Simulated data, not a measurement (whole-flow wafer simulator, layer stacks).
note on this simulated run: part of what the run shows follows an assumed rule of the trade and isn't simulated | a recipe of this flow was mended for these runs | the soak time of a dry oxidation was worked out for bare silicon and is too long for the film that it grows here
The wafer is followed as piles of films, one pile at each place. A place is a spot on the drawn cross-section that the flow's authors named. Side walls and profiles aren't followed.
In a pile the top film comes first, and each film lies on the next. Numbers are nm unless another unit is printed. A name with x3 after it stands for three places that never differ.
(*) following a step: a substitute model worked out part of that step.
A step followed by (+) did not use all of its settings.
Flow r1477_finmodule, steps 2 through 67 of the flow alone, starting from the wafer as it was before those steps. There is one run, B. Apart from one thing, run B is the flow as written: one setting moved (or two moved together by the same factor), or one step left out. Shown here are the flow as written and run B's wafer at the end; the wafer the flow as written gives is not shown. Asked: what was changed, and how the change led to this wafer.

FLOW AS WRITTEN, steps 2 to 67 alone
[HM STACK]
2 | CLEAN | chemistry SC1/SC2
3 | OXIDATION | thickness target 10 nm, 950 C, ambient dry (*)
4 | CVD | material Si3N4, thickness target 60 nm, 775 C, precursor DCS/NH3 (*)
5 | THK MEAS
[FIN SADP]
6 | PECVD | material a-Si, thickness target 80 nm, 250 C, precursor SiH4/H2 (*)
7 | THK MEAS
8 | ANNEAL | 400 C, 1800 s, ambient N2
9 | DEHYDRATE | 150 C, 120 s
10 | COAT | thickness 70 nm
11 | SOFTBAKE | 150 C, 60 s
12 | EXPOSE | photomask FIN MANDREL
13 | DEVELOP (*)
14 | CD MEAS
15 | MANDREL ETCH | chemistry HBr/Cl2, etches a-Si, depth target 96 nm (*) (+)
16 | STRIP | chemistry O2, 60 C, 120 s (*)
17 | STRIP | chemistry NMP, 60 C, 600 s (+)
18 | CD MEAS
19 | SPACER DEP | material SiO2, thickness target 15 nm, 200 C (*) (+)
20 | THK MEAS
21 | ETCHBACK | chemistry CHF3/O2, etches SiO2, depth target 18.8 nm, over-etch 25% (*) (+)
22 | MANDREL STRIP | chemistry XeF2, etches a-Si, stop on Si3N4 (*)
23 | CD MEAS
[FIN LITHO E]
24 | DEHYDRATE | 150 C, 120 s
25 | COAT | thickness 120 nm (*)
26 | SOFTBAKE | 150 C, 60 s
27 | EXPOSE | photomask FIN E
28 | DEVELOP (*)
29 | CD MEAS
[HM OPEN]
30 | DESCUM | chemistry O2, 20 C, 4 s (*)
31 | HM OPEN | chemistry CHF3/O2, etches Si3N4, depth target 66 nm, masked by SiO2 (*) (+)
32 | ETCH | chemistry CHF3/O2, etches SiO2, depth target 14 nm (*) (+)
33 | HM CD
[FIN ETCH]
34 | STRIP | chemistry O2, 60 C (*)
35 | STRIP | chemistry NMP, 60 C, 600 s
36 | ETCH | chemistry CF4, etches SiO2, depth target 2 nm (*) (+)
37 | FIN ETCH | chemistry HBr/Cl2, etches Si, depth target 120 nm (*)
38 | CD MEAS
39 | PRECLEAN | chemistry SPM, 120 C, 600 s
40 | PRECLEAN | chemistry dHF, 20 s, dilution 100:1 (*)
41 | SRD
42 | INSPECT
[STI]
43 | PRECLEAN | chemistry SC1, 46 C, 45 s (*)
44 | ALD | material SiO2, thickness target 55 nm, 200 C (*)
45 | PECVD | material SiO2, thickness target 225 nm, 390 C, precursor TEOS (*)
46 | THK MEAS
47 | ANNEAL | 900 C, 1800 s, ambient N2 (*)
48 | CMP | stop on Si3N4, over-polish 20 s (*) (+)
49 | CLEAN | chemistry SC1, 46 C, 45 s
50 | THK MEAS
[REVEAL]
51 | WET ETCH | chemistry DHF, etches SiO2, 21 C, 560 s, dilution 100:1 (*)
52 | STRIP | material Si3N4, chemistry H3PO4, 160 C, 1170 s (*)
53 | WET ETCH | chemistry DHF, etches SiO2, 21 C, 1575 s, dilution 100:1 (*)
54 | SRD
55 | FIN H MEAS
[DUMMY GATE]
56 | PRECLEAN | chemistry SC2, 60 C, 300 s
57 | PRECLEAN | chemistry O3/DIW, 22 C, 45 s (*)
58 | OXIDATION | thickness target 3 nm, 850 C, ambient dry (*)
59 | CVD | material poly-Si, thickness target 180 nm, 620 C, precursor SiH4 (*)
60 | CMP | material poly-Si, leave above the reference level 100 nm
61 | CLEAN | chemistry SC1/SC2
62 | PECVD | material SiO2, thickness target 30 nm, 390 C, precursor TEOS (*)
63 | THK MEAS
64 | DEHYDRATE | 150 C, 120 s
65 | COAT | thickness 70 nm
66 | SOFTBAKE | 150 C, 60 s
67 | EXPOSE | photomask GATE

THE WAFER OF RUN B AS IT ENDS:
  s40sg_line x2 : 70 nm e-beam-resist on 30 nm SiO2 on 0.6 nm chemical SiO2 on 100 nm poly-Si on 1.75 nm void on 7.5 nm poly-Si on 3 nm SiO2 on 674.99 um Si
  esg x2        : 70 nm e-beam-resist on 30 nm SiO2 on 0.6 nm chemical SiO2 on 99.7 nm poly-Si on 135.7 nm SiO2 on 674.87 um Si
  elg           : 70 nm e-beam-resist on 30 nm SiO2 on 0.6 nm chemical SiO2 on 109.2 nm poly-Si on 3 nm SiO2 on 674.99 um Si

What caused this: step 53, WET ETCH: 462.7 s was run, while the flow as written has 1575 s.

The path from the change to this, step by step:
  53 | WET ETCH | chemistry DHF, etches SiO2, 21 C, 1575 s, dilution 100:1 (*)
      esg x2, e40sg x2, e100sg x2 and 14 more: SiO2 loses 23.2 (in the flow as written it would be: SiO2 loses 79.1)
      pad x2: SiO2 loses 25.2 (in the flow as written it would be: SiO2 loses 85.7)
  59 | CVD | material poly-Si, thickness target 180 nm, 620 C, precursor SiH4 (*)
      s40sg_line x2, s45sg_line x2, s50sg_line x2: poly-Si gains 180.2 (new film), void gains 1.75 (new film), poly-Si gains 7.5 (new film) (in the flow as written it would be: poly-Si gains 180 (new film))
      esg x2, e40sg x2, e100sg x2 and 12 more: poly-Si gains 180 (new film) (in the flow as written it would be: poly-Si gains 226.3 (new film))
      (and at 7 other places as well)
  60 | CMP | material poly-Si, leave above the reference level 100 nm
      pad x2: poly-Si loses 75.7 (in the flow as written it would be: poly-Si loses 24.8)
      e100lg x2: poly-Si loses 78.3 (in the flow as written it would be: poly-Si loses 80)
      (and at 5 other places as well)
